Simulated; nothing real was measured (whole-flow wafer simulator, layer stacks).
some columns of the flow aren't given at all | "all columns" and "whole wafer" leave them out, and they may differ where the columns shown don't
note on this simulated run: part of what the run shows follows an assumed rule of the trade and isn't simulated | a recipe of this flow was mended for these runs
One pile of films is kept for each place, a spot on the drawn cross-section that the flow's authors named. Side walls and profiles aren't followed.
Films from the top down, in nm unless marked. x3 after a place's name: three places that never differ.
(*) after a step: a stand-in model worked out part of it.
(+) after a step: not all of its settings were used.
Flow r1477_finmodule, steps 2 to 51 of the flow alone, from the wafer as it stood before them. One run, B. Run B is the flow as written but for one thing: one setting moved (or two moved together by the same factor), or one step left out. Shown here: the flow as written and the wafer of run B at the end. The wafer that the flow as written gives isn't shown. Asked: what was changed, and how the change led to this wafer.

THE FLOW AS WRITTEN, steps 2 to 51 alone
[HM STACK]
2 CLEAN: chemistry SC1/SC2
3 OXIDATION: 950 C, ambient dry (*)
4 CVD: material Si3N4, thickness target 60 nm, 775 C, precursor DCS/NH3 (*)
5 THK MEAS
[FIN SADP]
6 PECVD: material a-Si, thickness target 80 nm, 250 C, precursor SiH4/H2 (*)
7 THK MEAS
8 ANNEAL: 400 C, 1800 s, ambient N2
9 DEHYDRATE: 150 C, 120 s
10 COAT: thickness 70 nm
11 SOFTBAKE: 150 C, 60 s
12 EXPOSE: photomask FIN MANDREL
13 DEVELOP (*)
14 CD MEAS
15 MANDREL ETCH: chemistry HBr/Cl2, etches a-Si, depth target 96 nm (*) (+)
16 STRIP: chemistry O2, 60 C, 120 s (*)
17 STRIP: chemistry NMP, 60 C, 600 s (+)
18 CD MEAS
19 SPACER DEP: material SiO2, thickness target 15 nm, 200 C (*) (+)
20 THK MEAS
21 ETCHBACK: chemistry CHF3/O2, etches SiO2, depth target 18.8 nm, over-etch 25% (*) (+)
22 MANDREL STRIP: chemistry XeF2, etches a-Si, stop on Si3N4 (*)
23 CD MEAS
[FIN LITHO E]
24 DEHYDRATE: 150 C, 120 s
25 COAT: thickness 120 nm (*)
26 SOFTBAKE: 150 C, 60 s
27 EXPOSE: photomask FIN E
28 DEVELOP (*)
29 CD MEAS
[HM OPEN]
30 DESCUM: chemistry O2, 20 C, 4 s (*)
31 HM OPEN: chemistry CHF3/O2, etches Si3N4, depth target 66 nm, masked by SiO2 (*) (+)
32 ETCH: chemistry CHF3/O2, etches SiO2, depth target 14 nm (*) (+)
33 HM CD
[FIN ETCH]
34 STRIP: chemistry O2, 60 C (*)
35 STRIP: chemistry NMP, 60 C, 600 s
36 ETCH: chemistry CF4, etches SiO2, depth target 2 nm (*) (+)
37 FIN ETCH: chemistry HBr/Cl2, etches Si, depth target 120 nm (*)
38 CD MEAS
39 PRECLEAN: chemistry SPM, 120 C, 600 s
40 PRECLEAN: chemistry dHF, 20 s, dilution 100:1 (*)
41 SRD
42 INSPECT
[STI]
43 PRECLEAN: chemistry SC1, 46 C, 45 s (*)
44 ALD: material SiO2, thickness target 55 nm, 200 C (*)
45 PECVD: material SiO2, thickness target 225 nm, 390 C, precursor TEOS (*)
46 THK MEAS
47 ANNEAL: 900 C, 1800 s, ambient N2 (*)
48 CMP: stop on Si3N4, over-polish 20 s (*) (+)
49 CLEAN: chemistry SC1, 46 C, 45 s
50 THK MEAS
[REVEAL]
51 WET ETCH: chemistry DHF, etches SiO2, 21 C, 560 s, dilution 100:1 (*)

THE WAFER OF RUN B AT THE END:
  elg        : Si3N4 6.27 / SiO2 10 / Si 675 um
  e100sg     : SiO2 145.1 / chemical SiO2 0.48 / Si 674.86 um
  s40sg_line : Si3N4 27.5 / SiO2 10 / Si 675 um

The cause: step 4, CVD: 740 C was run, where the flow has 775 C.

How the change led to this, step by step:
  4 CVD: material Si3N4, thickness target 60 nm, 775 C, precursor DCS/NH3 (*)
      pad, padg, elg and 33 more: Si3N4 +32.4 (new film) (as written it would be: Si3N4 +60 (new film))
  31 HM OPEN: chemistry CHF3/O2, etches Si3N4, depth target 66 nm, masked by SiO2 (*) (+)
      pad, padg, esg and 13 more: Si3N4 -26.5 (all of it), SiO2 -10 (all of it), Si -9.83 (as written it would be: Si3N4 -54.1 (all of it), SiO2 -5.95)
      s40cg, s45cg, s50cg, s40co, s45co, s50co: Si3N4 -32.4 (all of it), SiO2 -10 (all of it), Si -7.87 (as written it would be: Si3N4 -60 (all of it), SiO2 -3)
  32 ETCH: chemistry CHF3/O2, etches SiO2, depth target 14 nm (*) (+)
      pad, padg: Si -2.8 (as written it would be: SiO2 -4.05 (all of it), Si -1.99)
      esg, eso: Si -2.38 (as written it would be: SiO2 -4.05 (all of it), Si -1.99)
      (and at 18 more places)
  44 ALD: material SiO2, thickness target 55 nm, 200 C (*)
      s45cg, s50cg, s45co, s50co: SiO2 +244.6 (new film) (as written it would be: SiO2 +263.2 (new film))
      s45sg, s50sg, s45so, s50so: SiO2 +246.5 (new film) (as written it would be: SiO2 +263.8 (new film))
      (and at 12 more places)
  48 CMP: stop on Si3N4, over-polish 20 s (*) (+)
      pad, padg: SiO2 -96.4 (as written it would be: SiO2 -79.4)
